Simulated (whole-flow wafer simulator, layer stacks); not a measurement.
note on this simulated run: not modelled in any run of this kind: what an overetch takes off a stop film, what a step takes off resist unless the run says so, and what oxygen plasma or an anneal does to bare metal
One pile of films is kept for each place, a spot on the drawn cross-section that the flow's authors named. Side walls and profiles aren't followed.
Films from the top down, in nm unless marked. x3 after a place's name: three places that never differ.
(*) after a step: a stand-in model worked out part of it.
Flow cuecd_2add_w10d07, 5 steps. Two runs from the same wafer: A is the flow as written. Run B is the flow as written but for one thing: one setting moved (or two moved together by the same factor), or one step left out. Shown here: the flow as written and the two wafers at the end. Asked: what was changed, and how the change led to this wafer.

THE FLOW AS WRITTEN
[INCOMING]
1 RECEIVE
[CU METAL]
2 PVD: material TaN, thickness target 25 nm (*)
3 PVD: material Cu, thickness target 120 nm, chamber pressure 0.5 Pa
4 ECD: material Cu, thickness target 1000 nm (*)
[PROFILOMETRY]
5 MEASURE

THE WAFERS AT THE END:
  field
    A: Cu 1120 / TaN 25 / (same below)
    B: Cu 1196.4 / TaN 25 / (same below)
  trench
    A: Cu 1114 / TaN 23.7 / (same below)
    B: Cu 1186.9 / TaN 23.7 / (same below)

The cause: step 3, PVD: thickness target 196.4 nm was run, where the flow has thickness target 120 nm.

How the change led to this, step by step:
  3 PVD: material Cu, thickness target 120 nm, chamber pressure 0.5 Pa
      field: A Cu +120 (new film) | B Cu +196.4 (new film)
      trench: A Cu +114 (new film) | B Cu +186.9 (new film)
